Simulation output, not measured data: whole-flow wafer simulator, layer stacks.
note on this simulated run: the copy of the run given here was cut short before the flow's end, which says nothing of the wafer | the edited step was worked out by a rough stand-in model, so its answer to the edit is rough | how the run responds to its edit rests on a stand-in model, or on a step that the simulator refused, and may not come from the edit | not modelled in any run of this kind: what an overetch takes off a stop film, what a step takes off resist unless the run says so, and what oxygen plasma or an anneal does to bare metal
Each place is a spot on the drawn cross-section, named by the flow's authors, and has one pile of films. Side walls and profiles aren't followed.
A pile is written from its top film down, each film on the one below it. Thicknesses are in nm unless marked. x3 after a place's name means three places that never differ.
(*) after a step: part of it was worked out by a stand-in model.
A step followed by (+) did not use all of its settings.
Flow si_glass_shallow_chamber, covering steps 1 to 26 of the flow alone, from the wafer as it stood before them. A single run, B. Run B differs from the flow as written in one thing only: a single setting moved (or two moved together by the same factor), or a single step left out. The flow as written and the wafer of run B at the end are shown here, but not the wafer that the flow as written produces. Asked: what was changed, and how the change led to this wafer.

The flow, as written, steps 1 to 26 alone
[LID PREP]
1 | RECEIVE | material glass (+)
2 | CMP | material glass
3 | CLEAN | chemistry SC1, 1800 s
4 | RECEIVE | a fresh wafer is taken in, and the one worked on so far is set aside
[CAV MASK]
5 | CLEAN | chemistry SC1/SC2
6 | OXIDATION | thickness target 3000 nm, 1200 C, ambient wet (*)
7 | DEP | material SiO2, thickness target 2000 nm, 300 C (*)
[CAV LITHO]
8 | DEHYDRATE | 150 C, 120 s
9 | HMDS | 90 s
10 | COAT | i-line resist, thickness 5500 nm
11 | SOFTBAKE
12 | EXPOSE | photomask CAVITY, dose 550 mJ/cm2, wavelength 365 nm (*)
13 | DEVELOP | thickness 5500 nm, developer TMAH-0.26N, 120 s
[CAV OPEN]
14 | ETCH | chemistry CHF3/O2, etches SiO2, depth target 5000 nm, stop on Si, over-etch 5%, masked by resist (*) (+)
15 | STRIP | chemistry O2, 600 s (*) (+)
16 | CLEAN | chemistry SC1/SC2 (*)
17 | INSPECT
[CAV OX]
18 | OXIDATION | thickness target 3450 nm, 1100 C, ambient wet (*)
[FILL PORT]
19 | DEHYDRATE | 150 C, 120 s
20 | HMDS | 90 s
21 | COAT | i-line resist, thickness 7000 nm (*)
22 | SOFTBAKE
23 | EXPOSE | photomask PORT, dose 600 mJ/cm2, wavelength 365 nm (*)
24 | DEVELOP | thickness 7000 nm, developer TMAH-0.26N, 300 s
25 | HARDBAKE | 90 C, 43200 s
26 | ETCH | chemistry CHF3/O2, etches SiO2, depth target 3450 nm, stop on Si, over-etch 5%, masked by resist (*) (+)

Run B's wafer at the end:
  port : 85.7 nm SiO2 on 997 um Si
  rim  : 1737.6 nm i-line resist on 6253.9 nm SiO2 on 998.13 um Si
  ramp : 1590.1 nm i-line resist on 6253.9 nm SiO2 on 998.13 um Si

What caused this: step 18, OXIDATION: 1128 C was run, whereas the flow has 1100 C.

The path from the change to this, step by step:
  18 | OXIDATION | thickness target 3450 nm, 1100 C, ambient wet (*)
      rim, ramp, septum, ring: +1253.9 SiO2, -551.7 Si (in the flow as written it would be: +1109.8 SiO2, -488.3 Si)
      cav, port: +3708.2 SiO2 (new film), -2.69 chemical SiO2 (all of it), -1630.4 Si (in the flow as written it would be: +3450 SiO2 (new film), -2.69 chemical SiO2 (all of it), -1516.8 Si)
  25 | HARDBAKE | 90 C, 43200 s
      ramp: -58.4 i-line resist (in the flow as written it would be: -57.1 i-line resist)
  26 | ETCH | chemistry CHF3/O2, etches SiO2, depth target 3450 nm, stop on Si, over-etch 5%, masked by resist (*) (+)
      port: -3622.5 SiO2 (in the flow as written it would be: -3450 SiO2 (all of it), -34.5 Si)
